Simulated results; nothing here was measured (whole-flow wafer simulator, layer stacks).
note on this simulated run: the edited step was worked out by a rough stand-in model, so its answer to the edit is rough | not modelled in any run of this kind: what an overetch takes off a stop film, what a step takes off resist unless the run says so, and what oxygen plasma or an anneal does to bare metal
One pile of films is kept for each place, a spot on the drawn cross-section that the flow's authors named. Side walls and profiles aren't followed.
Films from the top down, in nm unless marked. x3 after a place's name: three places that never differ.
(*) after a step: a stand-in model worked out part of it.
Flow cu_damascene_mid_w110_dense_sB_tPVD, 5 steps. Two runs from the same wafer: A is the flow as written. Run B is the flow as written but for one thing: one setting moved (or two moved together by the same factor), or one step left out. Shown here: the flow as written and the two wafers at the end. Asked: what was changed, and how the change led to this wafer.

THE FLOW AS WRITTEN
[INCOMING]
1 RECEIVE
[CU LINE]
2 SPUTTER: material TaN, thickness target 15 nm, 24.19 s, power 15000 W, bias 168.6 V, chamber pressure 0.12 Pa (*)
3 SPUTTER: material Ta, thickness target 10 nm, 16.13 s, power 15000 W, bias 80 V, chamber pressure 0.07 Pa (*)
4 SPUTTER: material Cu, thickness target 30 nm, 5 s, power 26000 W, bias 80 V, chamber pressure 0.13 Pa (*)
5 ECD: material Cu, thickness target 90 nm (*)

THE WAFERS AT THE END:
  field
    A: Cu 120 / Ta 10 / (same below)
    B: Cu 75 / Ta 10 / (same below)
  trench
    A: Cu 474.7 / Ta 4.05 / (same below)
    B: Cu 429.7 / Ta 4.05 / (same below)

The cause: step 5, ECD: thickness target 45 nm was run, where the flow has thickness target 90 nm.

How the change led to this, step by step:
  5 ECD: material Cu, thickness target 90 nm (*)
      field: A Cu +90 | B Cu +45
      trench: A Cu +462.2 | B Cu +417.2
